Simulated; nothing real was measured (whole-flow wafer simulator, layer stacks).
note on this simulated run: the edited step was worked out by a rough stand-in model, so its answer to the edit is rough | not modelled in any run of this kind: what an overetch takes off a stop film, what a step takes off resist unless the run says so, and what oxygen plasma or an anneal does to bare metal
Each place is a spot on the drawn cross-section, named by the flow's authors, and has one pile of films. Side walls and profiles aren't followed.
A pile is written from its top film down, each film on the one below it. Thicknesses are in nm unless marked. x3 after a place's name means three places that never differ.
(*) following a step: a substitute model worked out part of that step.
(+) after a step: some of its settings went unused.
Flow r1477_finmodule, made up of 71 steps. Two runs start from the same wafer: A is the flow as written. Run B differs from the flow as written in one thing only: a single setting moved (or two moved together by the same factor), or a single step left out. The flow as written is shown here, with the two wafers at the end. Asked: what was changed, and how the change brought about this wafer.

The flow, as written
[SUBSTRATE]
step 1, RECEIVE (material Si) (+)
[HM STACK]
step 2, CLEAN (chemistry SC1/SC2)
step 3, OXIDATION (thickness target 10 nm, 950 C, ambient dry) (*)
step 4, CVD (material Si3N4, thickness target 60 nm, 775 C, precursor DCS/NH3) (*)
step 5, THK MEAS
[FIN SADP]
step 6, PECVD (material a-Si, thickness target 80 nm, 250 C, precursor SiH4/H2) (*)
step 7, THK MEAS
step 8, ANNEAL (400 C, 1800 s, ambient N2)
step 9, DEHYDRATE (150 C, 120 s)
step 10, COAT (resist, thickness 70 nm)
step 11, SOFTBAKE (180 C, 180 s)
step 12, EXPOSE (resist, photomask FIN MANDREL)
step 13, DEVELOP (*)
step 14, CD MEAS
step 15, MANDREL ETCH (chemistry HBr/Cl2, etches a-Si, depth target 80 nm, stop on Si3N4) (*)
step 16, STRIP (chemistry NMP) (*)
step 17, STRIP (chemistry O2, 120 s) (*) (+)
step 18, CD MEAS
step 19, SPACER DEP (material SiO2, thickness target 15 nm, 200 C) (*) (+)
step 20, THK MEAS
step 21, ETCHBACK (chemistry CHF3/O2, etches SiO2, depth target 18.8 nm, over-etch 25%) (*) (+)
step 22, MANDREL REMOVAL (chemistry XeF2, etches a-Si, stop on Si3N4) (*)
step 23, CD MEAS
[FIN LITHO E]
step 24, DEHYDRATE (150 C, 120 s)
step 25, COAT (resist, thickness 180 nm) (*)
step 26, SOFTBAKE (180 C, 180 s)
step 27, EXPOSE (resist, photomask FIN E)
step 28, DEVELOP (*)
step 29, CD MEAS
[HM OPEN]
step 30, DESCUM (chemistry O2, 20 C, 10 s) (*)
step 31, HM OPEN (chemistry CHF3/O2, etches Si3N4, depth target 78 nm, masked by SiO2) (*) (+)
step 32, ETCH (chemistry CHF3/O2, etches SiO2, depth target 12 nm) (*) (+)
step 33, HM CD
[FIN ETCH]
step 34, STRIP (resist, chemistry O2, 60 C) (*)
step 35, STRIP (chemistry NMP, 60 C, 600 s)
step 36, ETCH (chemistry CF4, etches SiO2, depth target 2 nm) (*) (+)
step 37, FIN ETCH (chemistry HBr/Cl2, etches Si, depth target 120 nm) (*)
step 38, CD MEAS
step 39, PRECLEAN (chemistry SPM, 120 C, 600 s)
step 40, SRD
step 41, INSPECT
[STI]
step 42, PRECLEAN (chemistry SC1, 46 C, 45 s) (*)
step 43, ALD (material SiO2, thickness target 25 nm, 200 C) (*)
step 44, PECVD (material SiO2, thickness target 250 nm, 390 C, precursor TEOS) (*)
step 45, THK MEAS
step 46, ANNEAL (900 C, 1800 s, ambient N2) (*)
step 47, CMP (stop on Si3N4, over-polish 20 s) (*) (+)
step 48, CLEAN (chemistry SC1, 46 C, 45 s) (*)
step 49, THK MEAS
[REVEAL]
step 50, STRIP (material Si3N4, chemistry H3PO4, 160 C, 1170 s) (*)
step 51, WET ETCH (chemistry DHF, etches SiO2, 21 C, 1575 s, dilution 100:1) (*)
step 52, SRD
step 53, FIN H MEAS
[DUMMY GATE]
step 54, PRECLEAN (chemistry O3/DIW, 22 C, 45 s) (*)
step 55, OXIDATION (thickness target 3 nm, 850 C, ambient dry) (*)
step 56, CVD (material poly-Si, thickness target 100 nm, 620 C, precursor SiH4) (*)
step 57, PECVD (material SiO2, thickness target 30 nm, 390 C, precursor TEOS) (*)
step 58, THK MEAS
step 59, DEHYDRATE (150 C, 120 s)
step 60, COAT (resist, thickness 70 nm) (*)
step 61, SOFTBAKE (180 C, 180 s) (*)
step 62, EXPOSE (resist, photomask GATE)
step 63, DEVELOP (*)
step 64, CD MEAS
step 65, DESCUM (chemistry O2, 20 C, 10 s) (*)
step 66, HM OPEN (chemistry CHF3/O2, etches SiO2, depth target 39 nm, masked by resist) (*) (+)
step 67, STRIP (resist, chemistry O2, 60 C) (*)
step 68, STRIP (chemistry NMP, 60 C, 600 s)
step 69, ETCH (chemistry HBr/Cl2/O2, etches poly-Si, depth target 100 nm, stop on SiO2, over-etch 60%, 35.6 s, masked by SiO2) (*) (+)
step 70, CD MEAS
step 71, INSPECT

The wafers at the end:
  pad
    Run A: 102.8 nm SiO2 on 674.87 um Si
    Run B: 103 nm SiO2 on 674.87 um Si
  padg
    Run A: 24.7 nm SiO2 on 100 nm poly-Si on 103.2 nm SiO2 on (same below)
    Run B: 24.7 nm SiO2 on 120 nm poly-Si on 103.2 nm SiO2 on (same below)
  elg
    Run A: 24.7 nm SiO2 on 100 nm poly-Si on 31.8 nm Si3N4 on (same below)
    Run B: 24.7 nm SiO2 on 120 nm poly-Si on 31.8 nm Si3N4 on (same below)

What caused this: step 56, CVD: thickness target 120 nm was run, whereas the flow has thickness target 100 nm.
One can read it off the wafer: padg has poly-Si 120, and step 56 as written asks for 100 nm.

Step by step, how the change led to this:
  step 56, CVD (material poly-Si, thickness target 100 nm, 620 C, precursor SiH4) (*)
      pad, padg, elg and 26 more: A poly-Si gains 100 (new film) | B poly-Si gains 120 (new film)
      s40cg, s40co: A poly-Si gains 113.9 (new film) | B poly-Si gains 134.3 (new film)
      (and at 5 other places as well)
  step 69, ETCH (chemistry HBr/Cl2/O2, etches poly-Si, depth target 100 nm, stop on SiO2, over-etch 60%, 35.6 s, masked by SiO2) (*) (+)
      elo, e40lo, e100lo, e200lo: A chemical SiO2 loses 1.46 (all of it), poly-Si loses 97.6 (all of it), Si3N4 loses 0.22 | B chemical SiO2 loses 1.46 (all of it), poly-Si loses 117.6 (all of it)
      pad, eso, e40so and 8 more: A chemical SiO2 loses 1.46 (all of it), poly-Si loses 97.6 (all of it), SiO2 loses 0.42 | B chemical SiO2 loses 1.46 (all of it), poly-Si loses 117.6 (all of it), SiO2 loses 0.21
      (and at 3 other places as well)
